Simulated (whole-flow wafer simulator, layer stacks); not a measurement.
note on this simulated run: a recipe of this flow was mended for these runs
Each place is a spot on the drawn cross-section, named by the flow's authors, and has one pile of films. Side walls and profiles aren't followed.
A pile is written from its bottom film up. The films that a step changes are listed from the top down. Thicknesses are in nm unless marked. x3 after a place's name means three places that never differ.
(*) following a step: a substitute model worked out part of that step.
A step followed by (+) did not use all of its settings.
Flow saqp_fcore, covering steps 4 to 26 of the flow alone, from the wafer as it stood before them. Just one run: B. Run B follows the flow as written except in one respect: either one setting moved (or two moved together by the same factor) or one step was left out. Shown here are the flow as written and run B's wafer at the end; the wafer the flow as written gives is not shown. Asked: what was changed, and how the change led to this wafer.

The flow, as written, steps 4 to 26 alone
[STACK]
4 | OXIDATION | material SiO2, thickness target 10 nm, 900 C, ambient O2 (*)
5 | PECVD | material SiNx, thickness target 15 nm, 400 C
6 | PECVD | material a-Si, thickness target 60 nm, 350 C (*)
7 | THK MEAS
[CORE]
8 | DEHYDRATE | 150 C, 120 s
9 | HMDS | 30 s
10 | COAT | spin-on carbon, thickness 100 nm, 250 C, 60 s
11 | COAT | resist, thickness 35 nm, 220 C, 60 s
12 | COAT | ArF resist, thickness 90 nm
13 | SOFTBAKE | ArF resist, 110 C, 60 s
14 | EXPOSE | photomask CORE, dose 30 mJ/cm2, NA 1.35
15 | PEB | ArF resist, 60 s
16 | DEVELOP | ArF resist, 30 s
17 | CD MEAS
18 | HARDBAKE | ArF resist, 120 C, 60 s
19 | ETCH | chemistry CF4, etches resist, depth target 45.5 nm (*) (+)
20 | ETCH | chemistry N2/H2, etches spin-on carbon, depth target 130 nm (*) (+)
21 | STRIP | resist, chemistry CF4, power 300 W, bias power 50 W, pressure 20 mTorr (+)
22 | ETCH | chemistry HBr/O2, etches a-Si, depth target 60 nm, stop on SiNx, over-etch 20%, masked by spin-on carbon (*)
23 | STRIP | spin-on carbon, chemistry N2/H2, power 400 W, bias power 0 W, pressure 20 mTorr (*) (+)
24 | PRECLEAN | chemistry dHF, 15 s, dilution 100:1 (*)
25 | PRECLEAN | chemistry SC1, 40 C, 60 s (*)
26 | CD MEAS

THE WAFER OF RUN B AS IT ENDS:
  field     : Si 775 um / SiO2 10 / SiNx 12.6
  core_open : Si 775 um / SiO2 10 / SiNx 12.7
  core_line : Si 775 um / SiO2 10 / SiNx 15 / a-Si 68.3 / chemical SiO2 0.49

The reason: step 6, PECVD: thickness target 69 nm was run, while the flow as written has thickness target 60 nm.

Step by step, how the change led to this:
  6 | PECVD | material a-Si, thickness target 60 nm, 350 C (*)
      field, core_open, core_line: a-Si gains 69 (new film) (it would be, as written: a-Si gains 60 (new film))
  22 | ETCH | chemistry HBr/O2, etches a-Si, depth target 60 nm, stop on SiNx, over-etch 20%, masked by spin-on carbon (*)
      field: a-Si loses 45.8 (all of it), SiNx loses 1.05 (it would be, as written: a-Si loses 36.8 (all of it), SiNx loses 1.41)
      core_open: a-Si loses 48.4 (all of it), SiNx loses 0.94 (it would be, as written: a-Si loses 39.4 (all of it), SiNx loses 1.3)
      (also at 1 further place)
  23 | STRIP | spin-on carbon, chemistry N2/H2, power 400 W, bias power 0 W, pressure 20 mTorr (*) (+)
      core_line: spin-on carbon loses 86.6 (all of it) (it would be, as written: spin-on carbon loses 88.8 (all of it))
